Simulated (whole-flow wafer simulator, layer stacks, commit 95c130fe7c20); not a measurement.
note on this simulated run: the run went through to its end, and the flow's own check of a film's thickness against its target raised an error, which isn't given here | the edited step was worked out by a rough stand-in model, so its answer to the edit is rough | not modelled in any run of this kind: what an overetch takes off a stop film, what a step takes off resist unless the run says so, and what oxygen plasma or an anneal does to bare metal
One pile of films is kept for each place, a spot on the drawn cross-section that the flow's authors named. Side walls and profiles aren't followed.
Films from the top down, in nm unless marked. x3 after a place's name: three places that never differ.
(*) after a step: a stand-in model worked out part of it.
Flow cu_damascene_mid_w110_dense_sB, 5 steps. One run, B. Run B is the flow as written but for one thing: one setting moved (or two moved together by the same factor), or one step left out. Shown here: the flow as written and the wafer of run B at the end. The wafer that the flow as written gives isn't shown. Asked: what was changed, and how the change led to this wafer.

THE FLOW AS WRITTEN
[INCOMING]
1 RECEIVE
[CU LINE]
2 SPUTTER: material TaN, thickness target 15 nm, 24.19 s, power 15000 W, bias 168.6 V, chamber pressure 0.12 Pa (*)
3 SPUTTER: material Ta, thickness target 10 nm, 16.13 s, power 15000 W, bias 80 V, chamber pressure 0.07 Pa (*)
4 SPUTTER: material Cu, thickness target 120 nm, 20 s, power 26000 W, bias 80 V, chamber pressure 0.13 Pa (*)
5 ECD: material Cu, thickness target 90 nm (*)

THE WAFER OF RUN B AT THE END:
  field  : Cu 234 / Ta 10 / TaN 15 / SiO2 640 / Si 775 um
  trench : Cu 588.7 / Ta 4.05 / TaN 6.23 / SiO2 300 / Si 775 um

The cause: step 4, SPUTTER: thickness target 144 nm was run, where the flow has thickness target 120 nm.

How the change led to this, step by step:
  4 SPUTTER: material Cu, thickness target 120 nm, 20 s, power 26000 W, bias 80 V, chamber pressure 0.13 Pa (*)
      field: Cu +144 (new film) (as written it would be: Cu +120 (new film))
      trench: Cu +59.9 (new film) (as written it would be: Cu +49.9 (new film))
  5 ECD: material Cu, thickness target 90 nm (*)
      trench: Cu +528.8 (as written it would be: Cu +514.8)
